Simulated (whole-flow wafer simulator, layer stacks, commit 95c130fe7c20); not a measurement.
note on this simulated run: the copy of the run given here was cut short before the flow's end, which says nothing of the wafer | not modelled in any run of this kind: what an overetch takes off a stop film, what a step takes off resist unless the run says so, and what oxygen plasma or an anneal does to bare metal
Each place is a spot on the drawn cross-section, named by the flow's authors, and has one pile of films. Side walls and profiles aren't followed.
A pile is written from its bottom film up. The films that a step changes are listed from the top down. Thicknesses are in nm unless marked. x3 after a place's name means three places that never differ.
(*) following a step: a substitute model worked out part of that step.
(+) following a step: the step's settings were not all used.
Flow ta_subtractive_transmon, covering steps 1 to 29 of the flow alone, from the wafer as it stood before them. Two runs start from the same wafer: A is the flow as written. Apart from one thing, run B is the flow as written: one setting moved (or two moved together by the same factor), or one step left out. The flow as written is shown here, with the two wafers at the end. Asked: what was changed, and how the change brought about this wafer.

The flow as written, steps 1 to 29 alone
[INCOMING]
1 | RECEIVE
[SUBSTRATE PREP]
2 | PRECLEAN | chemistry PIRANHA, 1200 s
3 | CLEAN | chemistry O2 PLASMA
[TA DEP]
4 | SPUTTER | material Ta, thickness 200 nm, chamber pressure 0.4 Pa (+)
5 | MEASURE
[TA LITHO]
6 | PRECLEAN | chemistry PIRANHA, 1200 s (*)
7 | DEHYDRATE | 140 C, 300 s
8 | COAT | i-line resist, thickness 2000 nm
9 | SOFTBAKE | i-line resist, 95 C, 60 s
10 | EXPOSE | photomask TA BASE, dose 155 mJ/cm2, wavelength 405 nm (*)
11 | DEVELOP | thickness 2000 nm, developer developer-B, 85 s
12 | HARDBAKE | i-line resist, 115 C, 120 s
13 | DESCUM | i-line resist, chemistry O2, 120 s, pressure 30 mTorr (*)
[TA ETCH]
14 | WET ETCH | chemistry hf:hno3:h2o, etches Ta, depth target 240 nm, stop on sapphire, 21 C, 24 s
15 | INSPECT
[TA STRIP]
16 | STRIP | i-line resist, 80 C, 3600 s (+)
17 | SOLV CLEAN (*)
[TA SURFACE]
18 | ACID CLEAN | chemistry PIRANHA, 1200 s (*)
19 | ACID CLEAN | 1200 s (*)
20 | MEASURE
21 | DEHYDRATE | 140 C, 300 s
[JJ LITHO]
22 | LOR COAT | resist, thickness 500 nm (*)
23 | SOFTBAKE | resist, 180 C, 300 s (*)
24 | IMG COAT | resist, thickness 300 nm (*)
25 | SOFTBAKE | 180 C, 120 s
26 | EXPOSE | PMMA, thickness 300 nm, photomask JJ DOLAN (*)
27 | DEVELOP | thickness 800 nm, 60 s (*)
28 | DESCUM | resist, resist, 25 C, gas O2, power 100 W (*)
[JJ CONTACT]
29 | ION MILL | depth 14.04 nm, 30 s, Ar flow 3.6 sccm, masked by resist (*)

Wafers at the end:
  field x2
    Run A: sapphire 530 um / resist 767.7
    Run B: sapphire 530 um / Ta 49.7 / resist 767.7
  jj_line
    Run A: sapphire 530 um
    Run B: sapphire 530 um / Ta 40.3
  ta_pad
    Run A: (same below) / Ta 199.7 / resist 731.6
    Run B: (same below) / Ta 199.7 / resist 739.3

Cause: step 14, WET ETCH: depth target 150 nm was run, though the flow has depth target 240 nm; step 14, WET ETCH: 15 s was run, where the flow has 24 s.

Step by step, how the change led to this:
  14 | WET ETCH | chemistry hf:hno3:h2o, etches Ta, depth target 240 nm, stop on sapphire, 21 C, 24 s
      field x2, jj_line, lead: A -200 Ta (all of it) | B -150 Ta
  22 | LOR COAT | resist, thickness 500 nm (*)
      lead: A +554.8 resist (new film) | B +541.9 resist (new film)
      ta_contact: A +443.8 resist (new film) | B +456.8 resist (new film)
  27 | DEVELOP | thickness 800 nm, 60 s (*)
      ta_contact: A -731.2 resist (all of it) | B -747.5 resist (all of it)
  29 | ION MILL | depth 14.04 nm, 30 s, Ar flow 3.6 sccm, masked by resist (*)
      jj_line, lead: A -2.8 sapphire | B -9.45 Ta
Taking metal films that touch as one body, field x2 has 1 body; the flow as written gives 0 bodies.
Taking metal films that touch as one body, jj_line has 1 body; the flow as written gives 0 bodies.
